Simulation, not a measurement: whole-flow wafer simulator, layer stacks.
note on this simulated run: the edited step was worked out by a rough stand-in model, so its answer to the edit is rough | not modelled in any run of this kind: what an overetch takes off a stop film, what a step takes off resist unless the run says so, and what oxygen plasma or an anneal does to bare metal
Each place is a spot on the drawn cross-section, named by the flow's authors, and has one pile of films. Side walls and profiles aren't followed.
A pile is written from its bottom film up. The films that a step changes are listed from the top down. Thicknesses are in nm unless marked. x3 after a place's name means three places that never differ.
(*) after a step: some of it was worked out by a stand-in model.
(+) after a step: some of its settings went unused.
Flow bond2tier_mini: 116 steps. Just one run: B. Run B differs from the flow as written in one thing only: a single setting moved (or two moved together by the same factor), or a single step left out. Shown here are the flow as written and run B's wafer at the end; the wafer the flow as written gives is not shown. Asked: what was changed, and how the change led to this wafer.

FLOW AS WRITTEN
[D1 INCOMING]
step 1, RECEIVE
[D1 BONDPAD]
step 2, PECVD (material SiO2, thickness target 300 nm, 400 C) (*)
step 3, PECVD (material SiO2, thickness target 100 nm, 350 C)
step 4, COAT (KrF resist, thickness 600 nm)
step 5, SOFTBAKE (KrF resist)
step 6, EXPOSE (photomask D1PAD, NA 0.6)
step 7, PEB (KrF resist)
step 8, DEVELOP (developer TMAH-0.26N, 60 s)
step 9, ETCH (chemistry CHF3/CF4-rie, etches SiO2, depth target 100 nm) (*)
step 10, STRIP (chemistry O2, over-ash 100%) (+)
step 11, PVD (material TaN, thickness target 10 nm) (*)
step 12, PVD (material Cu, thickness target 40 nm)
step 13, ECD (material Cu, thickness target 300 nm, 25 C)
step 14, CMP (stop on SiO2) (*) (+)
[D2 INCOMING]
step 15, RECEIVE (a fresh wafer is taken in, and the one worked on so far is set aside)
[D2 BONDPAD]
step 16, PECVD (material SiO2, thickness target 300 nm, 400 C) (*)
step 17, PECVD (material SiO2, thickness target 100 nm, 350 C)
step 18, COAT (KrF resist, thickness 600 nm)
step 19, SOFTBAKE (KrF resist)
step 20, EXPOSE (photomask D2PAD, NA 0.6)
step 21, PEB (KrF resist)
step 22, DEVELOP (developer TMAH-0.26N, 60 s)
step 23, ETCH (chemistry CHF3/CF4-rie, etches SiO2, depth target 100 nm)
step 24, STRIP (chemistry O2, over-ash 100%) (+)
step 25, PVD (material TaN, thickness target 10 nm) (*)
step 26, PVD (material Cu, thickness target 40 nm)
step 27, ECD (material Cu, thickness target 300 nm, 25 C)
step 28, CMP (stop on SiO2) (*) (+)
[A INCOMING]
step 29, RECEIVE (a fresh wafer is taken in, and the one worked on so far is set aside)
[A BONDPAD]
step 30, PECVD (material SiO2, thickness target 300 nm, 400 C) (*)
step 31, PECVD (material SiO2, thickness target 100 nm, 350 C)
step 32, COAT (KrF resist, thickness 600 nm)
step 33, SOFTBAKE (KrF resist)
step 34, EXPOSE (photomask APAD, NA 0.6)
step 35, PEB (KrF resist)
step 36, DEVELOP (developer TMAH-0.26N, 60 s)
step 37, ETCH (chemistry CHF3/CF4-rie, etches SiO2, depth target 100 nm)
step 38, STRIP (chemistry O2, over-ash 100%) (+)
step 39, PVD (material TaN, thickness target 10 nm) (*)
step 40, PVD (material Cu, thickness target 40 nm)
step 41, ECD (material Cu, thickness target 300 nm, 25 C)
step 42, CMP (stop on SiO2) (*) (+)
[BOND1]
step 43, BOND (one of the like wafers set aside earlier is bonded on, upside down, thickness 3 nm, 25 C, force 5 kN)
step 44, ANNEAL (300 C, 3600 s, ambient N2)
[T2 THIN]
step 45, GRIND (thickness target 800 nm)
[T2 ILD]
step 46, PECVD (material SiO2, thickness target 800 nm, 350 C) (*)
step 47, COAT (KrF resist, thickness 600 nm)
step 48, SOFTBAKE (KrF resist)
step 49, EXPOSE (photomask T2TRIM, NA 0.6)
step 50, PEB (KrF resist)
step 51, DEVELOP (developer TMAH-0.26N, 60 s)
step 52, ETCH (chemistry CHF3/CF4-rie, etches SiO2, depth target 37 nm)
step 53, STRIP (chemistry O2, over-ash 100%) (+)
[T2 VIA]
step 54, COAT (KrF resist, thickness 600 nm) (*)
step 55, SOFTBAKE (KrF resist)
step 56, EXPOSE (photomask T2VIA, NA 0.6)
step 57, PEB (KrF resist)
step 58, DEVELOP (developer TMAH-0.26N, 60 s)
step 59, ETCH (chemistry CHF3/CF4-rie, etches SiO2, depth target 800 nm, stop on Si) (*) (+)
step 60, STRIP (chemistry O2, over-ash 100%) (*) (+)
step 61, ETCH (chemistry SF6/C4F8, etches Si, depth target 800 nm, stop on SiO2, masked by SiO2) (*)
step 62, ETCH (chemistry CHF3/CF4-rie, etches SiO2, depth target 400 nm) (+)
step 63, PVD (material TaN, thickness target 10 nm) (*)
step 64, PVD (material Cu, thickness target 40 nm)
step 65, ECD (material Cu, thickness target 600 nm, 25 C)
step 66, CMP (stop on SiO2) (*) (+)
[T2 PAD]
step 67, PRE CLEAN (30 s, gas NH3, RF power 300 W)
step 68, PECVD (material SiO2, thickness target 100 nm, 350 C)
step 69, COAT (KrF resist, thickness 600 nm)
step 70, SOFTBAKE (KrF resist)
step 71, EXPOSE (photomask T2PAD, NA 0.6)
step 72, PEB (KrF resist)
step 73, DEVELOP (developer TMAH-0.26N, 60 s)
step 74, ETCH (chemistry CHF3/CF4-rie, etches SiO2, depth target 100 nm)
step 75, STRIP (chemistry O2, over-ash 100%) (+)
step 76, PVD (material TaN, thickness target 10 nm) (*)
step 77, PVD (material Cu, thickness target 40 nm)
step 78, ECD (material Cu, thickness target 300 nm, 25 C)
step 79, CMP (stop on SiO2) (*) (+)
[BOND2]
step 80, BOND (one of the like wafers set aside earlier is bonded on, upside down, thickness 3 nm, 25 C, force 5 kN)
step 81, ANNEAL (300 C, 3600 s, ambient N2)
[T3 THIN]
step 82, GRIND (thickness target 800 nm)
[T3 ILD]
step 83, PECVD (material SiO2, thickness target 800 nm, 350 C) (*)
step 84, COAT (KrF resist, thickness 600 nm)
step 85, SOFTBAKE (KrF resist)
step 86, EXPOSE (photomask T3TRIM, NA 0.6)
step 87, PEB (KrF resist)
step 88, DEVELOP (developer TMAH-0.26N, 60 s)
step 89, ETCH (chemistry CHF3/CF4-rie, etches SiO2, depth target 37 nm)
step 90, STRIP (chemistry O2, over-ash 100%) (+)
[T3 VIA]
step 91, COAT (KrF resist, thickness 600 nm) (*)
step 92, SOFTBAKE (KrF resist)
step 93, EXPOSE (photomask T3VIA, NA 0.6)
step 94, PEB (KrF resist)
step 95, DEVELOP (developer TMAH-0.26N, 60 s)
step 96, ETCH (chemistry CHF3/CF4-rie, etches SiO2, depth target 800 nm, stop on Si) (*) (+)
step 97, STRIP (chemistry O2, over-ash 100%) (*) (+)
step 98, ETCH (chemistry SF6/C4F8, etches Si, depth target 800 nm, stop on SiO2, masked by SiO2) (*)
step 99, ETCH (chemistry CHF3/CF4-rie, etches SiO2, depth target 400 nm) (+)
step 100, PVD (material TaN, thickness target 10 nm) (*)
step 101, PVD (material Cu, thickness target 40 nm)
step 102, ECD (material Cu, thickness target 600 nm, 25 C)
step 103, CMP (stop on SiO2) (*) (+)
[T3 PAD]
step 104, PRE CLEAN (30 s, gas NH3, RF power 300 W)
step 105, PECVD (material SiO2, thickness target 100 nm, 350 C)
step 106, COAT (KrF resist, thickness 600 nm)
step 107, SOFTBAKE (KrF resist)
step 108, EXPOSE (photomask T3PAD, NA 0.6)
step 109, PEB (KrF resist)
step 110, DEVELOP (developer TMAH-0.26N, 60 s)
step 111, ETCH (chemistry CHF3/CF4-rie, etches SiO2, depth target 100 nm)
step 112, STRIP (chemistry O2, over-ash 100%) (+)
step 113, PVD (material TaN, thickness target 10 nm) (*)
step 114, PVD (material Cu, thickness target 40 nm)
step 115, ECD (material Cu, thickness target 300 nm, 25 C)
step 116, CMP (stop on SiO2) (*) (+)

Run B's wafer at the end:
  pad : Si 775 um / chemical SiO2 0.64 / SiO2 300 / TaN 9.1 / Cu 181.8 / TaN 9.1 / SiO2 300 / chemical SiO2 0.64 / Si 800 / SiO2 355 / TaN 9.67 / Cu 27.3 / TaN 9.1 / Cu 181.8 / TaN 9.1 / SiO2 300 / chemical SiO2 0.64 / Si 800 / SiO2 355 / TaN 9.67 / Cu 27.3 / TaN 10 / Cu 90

What caused this: step 113, PVD: thickness target 11 nm was run, while the flow as written has thickness target 10 nm.

How this came from the change, step by step:
  step 113, PVD (material TaN, thickness target 10 nm) (*)
      field: TaN gains 11 (new film) (in the flow as written it would be: TaN gains 10 (new film))
      pad: TaN gains 10 (new film) (in the flow as written it would be: TaN gains 9.1 (new film))
  step 116, CMP (stop on SiO2) (*) (+)
      field: Cu loses 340 (all of it), TaN loses 11 (all of it) (in the flow as written it would be: Cu loses 340 (all of it), TaN loses 10 (all of it))
